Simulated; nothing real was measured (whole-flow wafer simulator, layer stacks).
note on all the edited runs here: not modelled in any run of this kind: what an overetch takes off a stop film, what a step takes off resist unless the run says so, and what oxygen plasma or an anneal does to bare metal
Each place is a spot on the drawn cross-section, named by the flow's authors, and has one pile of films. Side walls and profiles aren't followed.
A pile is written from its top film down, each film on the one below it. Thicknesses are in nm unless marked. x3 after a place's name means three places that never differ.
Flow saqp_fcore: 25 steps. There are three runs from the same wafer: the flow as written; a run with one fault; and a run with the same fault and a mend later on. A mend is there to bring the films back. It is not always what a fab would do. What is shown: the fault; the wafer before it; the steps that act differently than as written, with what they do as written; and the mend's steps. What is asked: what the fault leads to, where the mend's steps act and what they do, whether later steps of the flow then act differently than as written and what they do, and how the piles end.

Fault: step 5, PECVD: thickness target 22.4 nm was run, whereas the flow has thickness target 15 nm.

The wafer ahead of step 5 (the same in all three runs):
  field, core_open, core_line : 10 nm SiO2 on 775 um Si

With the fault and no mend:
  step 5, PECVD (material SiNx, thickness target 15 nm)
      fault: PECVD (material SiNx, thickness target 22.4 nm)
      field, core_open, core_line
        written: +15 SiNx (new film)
        fault: +22.4 SiNx (new film)
  Later steps of the flow that are run all act as written at every place that is followed.
  By the end, the piles at field, core_open, core_line depart from the flow's by more than 2% or 0.5 nm, whichever is larger.
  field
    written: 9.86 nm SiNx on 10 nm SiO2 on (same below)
    fault: 17.3 nm SiNx on 10 nm SiO2 on (same below)
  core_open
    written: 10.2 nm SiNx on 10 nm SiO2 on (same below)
    fault: 17.6 nm SiNx on 10 nm SiO2 on (same below)
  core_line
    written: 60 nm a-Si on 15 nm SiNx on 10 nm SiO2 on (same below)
    fault: 60 nm a-Si on 22.4 nm SiNx on 10 nm SiO2 on (same below)

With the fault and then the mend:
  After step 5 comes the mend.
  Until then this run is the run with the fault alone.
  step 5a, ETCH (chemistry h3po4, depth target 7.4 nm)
      field, core_open, core_line
        -7.4 SiNx
  Later steps of the flow that are run all act as written at every place that is followed.
  At every place that both follow, the piles at the end match the flow's.
